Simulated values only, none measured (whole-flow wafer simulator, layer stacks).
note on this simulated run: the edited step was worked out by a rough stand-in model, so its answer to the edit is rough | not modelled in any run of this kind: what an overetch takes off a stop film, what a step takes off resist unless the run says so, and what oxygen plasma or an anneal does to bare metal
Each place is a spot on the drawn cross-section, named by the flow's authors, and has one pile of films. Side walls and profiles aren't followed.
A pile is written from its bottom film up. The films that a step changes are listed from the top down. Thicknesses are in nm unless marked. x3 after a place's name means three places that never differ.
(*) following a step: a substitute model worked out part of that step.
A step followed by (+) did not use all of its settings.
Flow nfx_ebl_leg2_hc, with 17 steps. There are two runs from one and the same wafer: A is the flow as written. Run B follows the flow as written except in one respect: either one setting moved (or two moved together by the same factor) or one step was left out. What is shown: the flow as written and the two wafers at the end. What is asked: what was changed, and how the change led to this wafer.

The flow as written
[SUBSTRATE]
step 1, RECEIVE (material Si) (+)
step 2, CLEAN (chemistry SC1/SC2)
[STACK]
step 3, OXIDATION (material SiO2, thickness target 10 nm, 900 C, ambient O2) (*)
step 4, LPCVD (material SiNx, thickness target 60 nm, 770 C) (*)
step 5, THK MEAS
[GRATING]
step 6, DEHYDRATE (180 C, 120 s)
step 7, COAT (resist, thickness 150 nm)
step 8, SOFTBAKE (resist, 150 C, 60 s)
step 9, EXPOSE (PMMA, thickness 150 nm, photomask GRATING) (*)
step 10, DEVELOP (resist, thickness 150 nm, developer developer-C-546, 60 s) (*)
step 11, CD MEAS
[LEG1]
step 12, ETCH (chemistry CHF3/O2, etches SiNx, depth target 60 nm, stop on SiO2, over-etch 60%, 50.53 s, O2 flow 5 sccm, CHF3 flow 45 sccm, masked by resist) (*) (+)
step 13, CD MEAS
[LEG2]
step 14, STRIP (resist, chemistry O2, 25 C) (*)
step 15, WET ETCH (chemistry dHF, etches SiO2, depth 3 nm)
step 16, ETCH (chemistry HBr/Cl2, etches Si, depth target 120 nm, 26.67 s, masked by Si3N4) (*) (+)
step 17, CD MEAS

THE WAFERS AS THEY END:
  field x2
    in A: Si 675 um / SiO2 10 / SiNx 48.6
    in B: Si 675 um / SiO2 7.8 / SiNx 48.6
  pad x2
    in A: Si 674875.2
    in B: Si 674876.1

Cause: step 3, OXIDATION: thickness target 7.8 nm was run, though the flow has thickness target 10 nm.
The wafer itself shows it: field x2 has SiO2 7.8, and step 3 as written asks for 10 nm.

Step by step, how the change led to this:
  step 3, OXIDATION (material SiO2, thickness target 10 nm, 900 C, ambient O2) (*)
      field x2, pad x2: A +10 SiO2 (new film), -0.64 chemical SiO2 (all of it), -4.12 Si | B +7.8 SiO2 (new film), -0.64 chemical SiO2 (all of it), -3.15 Si
  step 12, ETCH (chemistry CHF3/O2, etches SiNx, depth target 60 nm, stop on SiO2, over-etch 60%, 50.53 s, O2 flow 5 sccm, CHF3 flow 45 sccm, masked by resist) (*) (+)
      pad x2: A -60 SiNx (all of it), -10 SiO2 (all of it) | B -60 SiNx (all of it), -7.8 SiO2 (all of it)
